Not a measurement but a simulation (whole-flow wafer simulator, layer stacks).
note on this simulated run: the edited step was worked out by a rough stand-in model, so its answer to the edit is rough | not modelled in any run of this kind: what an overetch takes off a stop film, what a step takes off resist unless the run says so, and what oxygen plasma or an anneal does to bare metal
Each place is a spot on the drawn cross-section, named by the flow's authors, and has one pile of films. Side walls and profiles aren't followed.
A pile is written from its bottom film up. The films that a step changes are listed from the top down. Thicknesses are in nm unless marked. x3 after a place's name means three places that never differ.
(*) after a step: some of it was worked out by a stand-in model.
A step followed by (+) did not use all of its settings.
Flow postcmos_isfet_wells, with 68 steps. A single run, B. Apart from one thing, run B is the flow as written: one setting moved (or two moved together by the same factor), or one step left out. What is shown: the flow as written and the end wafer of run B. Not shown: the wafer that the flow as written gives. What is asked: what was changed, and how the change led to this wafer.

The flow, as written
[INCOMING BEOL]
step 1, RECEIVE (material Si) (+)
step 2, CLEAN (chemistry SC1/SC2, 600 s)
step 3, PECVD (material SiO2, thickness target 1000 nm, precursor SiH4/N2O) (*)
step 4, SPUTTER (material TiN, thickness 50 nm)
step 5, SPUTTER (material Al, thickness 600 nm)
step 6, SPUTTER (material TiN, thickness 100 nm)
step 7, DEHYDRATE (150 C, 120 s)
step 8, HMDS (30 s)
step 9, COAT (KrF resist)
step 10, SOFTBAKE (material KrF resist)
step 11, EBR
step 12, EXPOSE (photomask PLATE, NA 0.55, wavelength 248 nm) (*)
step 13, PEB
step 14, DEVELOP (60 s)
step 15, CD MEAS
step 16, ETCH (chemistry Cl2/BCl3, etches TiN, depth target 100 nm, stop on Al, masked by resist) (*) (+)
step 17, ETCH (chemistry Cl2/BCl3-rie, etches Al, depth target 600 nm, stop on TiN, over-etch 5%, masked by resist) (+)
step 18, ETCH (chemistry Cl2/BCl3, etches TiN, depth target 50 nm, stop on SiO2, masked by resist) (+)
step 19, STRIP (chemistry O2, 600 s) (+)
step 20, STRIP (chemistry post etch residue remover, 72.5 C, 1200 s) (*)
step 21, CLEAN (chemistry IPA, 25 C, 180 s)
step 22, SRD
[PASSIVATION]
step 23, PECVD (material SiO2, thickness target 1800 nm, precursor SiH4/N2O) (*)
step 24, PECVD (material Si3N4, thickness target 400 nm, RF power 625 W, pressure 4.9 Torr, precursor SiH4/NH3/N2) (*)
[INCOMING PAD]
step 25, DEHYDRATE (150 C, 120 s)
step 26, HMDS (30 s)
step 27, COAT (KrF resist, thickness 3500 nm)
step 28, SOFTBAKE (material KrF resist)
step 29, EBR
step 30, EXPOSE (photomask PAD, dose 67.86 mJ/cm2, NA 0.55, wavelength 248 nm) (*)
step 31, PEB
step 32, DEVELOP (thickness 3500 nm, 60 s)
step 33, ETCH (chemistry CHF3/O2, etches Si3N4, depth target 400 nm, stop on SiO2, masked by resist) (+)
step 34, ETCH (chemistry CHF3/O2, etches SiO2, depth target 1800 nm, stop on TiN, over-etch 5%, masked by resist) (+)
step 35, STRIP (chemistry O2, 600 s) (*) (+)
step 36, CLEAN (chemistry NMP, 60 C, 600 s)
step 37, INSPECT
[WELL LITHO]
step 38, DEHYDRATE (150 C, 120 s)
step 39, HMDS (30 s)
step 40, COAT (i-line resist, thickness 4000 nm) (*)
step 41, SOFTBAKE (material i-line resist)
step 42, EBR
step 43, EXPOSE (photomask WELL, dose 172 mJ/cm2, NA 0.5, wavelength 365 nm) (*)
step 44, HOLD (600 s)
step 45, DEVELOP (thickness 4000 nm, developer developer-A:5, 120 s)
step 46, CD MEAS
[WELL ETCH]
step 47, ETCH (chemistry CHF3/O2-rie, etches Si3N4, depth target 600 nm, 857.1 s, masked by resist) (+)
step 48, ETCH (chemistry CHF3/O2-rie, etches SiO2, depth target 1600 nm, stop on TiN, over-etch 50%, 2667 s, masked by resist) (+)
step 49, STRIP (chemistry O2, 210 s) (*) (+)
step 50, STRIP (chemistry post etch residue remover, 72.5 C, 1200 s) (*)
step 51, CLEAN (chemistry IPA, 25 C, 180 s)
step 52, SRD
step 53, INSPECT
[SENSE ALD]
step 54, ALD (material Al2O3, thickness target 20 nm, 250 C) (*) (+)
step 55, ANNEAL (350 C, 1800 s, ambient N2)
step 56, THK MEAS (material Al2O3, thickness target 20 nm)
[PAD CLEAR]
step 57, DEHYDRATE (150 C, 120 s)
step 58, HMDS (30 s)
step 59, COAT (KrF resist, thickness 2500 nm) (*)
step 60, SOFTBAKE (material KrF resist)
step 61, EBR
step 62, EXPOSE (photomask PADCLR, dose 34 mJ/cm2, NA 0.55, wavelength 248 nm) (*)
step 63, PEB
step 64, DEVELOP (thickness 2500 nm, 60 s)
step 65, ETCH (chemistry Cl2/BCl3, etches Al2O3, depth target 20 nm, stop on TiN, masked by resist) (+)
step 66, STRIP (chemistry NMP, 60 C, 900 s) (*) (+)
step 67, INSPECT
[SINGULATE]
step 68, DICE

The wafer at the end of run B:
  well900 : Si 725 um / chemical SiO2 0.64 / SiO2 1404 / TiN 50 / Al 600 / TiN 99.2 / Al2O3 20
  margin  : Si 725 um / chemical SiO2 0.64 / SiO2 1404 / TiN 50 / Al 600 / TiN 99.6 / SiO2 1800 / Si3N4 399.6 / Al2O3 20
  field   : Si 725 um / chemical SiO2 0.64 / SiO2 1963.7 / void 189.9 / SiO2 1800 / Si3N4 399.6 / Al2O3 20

Cause: step 3, PECVD: thickness target 1404 nm was run, though the flow has thickness target 1000 nm.
The wafer lets one read it off: well900 has SiO2 1404, and step 3 as written asks for 1000 nm.

Step by step, how the change led to this:
  step 3, PECVD (material SiO2, thickness target 1000 nm, precursor SiH4/N2O) (*)
      field, margin, well900, well1300 x3, pad_rim, pad_clr, pad_open: SiO2 gains 1404 (new film) (it would be, as written: SiO2 gains 1000 (new film))
